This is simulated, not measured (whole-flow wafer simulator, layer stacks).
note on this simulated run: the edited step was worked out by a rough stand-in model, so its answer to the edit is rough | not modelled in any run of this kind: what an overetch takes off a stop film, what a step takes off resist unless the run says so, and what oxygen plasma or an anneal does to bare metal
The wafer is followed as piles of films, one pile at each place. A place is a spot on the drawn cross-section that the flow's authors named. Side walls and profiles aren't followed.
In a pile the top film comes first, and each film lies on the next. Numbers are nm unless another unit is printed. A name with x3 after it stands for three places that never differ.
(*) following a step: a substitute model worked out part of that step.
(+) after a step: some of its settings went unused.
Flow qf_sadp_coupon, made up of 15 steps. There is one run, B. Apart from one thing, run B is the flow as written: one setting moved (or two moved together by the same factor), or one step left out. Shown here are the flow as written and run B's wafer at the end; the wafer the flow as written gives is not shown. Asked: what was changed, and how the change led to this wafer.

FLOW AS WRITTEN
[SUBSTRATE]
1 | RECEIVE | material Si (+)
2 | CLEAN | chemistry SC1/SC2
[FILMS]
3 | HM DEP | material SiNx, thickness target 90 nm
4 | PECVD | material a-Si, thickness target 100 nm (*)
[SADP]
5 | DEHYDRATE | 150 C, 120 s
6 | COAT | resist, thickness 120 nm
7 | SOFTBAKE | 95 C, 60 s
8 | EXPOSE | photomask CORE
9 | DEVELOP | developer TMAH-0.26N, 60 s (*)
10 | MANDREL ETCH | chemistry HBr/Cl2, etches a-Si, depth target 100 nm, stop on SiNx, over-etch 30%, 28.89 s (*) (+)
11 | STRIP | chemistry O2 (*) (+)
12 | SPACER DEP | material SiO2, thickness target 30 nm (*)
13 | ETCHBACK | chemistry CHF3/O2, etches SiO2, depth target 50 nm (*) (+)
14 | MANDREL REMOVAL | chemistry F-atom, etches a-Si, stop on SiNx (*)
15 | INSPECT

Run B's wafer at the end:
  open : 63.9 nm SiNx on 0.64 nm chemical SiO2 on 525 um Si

The reason: step 10, MANDREL ETCH: depth target 115 nm was run, though the flow has depth target 100 nm; step 10, MANDREL ETCH: 33.22 s was run, where the flow has 28.89 s.

The path from the change to this, step by step:
  10 | MANDREL ETCH | chemistry HBr/Cl2, etches a-Si, depth target 100 nm, stop on SiNx, over-etch 30%, 28.89 s (*) (+)
      m: -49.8 resist (in the flow as written it would be: -43.3 resist)
      open: -100 a-Si (all of it), -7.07 SiNx (in the flow as written it would be: -100 a-Si (all of it), -4.29 SiNx)
  11 | STRIP | chemistry O2 (*) (+)
      m: +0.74 chemical SiO2 (new film), -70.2 resist (all of it), -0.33 a-Si (in the flow as written it would be: +0.74 chemical SiO2 (new film), -76.7 resist (all of it), -0.32 a-Si)
